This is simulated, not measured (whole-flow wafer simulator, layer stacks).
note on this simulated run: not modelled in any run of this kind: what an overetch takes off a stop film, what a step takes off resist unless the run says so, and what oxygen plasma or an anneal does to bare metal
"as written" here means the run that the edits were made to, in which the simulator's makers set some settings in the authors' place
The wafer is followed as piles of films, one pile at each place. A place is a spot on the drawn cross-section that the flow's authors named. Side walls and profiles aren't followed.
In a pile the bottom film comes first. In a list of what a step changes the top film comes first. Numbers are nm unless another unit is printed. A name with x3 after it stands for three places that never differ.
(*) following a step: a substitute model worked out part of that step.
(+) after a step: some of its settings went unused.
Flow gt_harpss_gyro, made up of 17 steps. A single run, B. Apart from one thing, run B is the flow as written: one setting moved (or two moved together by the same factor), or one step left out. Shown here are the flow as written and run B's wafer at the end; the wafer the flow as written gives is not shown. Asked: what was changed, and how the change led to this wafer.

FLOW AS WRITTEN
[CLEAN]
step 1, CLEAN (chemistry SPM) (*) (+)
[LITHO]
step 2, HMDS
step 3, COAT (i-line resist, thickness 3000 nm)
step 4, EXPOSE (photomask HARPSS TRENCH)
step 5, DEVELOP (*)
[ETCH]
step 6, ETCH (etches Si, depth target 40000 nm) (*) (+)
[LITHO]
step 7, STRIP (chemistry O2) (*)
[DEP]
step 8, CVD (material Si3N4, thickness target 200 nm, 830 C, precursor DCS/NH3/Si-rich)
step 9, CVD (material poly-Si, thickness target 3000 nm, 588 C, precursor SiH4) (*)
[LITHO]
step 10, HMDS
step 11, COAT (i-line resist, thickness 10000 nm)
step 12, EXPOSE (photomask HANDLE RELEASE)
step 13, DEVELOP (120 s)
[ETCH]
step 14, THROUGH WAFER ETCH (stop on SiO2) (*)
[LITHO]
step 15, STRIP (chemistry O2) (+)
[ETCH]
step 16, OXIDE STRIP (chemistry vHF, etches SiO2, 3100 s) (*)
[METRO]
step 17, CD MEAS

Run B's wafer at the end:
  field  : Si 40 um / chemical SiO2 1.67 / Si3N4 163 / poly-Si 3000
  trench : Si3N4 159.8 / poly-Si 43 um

Cause: step 8, CVD: thickness target 163 nm was run, while the flow as written has thickness target 200 nm.
One can read it off the wafer: field has Si3N4 163, and step 8 as written asks for 200 nm.

Step by step, how the change led to this:
  step 8, CVD (material Si3N4, thickness target 200 nm, 830 C, precursor DCS/NH3/Si-rich)
      field: Si3N4 gains 163 (new film) (as written it would have been: Si3N4 gains 200 (new film))
      trench: Si3N4 gains 159.8 (new film) (as written it would have been: Si3N4 gains 195.9 (new film))
  step 9, CVD (material poly-Si, thickness target 3000 nm, 588 C, precursor SiH4) (*)
      trench: poly-Si gains 43 um (new film) (as written it would have been: poly-Si gains 43.01 um (new film))
